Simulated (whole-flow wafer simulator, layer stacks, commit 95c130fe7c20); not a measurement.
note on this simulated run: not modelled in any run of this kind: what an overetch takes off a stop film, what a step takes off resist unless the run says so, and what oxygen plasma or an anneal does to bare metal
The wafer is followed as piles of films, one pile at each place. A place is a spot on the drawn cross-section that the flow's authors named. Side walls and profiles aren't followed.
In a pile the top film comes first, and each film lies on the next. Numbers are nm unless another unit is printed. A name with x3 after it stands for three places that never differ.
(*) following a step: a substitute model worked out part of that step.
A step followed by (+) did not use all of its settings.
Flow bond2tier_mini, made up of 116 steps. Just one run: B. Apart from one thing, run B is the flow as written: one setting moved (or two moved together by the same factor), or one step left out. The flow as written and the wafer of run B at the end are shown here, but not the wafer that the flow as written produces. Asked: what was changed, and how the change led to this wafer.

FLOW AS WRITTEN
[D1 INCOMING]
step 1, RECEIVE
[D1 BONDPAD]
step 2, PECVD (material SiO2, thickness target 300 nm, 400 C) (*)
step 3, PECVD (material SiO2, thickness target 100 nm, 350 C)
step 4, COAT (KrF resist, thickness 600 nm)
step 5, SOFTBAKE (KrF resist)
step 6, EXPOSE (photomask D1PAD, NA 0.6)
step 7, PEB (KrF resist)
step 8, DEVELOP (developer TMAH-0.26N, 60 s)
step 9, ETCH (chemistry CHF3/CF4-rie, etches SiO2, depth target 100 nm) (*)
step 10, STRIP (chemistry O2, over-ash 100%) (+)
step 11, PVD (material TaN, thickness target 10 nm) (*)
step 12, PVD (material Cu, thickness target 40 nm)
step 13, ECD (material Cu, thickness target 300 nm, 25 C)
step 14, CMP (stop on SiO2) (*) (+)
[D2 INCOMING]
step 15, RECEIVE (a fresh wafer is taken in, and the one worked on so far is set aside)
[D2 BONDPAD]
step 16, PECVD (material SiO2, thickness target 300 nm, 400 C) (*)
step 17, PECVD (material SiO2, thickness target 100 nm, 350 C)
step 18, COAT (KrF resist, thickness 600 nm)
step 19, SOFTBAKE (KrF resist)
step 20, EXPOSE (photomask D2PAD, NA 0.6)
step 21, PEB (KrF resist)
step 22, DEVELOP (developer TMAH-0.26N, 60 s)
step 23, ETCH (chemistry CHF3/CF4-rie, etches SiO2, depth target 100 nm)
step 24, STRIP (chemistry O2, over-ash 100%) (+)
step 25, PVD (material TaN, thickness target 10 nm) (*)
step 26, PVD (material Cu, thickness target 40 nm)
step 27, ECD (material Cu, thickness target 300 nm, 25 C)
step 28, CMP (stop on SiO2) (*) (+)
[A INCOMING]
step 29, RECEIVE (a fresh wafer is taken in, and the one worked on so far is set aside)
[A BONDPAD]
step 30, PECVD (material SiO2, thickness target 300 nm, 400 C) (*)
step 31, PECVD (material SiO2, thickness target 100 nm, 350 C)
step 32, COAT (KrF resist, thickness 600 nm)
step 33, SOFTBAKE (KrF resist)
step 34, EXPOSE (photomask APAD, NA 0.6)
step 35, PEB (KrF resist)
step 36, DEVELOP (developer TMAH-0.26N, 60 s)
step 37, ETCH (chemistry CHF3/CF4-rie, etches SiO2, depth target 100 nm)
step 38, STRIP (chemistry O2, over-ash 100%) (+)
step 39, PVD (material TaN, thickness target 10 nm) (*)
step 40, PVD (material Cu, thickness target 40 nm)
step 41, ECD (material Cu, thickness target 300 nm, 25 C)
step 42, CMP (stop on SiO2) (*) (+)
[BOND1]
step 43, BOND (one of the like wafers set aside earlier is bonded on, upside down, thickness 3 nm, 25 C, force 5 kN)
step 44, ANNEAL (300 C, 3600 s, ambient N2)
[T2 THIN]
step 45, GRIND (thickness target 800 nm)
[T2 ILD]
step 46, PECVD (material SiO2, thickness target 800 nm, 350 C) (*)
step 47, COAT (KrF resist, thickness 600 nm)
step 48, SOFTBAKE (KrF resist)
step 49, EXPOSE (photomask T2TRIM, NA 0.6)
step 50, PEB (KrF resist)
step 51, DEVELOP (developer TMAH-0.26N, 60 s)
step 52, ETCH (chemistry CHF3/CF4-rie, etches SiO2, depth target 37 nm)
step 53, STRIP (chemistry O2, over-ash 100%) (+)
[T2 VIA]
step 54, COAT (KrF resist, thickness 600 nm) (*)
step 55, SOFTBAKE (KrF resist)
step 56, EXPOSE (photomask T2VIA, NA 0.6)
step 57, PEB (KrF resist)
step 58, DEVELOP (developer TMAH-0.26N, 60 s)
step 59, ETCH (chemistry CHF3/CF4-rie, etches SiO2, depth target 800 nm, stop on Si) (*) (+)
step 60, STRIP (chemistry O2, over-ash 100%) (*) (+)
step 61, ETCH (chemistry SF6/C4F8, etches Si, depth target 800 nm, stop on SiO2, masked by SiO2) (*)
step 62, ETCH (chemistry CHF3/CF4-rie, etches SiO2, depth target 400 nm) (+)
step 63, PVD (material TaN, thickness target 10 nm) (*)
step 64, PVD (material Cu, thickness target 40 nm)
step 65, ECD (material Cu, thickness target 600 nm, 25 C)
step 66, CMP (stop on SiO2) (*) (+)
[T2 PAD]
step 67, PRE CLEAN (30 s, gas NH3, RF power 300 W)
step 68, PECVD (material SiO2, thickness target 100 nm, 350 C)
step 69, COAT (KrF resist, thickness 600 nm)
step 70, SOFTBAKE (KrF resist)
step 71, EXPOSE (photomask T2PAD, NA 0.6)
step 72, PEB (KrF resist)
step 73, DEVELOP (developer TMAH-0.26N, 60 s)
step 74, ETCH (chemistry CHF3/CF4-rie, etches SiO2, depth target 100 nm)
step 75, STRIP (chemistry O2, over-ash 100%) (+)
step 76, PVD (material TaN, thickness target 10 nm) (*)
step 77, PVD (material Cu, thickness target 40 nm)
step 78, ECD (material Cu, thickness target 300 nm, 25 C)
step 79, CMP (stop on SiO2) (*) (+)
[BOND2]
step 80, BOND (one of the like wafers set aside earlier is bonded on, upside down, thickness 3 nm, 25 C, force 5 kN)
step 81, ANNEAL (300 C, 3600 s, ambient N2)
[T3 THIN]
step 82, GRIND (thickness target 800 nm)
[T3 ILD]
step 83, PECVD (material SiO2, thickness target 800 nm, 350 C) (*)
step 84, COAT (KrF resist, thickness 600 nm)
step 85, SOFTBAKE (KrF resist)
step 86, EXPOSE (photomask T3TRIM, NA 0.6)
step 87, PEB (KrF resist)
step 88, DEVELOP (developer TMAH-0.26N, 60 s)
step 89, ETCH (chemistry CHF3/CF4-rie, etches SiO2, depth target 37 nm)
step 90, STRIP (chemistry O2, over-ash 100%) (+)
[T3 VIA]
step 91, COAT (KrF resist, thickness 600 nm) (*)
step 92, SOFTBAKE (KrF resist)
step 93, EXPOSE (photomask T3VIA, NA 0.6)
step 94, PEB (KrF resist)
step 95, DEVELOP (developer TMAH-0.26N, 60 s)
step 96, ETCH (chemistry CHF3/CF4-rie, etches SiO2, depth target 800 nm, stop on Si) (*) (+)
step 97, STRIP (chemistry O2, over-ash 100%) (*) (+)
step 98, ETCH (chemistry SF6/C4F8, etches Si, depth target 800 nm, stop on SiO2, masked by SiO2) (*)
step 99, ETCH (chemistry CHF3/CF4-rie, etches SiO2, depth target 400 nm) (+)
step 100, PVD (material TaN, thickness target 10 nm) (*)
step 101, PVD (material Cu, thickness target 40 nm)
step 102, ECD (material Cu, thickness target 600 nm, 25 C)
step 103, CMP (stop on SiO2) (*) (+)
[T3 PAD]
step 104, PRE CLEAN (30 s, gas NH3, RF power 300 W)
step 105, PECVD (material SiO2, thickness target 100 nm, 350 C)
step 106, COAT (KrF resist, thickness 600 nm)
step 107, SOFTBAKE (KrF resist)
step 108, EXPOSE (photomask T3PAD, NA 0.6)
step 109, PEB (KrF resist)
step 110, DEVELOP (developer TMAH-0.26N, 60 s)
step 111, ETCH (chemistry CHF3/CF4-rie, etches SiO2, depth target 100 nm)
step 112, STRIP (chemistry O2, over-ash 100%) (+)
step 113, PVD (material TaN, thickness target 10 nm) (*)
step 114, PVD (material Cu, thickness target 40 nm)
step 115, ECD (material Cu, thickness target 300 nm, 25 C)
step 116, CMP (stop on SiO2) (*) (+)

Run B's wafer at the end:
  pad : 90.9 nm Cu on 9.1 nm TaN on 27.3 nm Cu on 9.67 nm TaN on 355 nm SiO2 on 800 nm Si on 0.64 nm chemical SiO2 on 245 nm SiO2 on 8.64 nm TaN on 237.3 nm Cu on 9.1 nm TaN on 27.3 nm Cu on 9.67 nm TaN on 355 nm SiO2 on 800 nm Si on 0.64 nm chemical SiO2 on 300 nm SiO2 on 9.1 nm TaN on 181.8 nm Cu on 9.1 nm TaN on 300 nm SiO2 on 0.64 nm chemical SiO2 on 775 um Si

The reason: step 23, ETCH: depth target 155 nm was run, while the flow as written has depth target 100 nm.

The path from the change to this, step by step:
  step 23, ETCH (chemistry CHF3/CF4-rie, etches SiO2, depth target 100 nm)
      pad, via: SiO2 loses 155 (as written it would have been: SiO2 loses 100)
      field: KrF resist loses 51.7 (as written it would have been: KrF resist loses 33.3)
  step 24, STRIP (chemistry O2, over-ash 100%) (+)
      field: KrF resist loses 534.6 (all of it) (as written it would have been: KrF resist loses 552.9 (all of it))
  step 26, PVD (material Cu, thickness target 40 nm)
      pad: Cu gains 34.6 (new film) (as written it would have been: Cu gains 36.4 (new film))
  step 27, ECD (material Cu, thickness target 300 nm, 25 C)
      pad: Cu gains 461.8 (as written it would have been: Cu gains 404.5)
      via: Cu gains 455.6 (as written it would have been: Cu gains 400.2)
  step 80, BOND (one of the like wafers set aside earlier is bonded on, upside down, thickness 3 nm, 25 C, force 5 kN)
      pad: Si gains 775 um (new film), chemical SiO2 gains 0.64 (new film), SiO2 gains 245 (new film), TaN gains 8.64 (new film), Cu gains 146.4 (as written it would have been: Si gains 775 um (new film), chemical SiO2 gains 0.64 (new film), SiO2 gains 300 (new film), TaN gains 9.1 (new film), Cu gains 90.9)
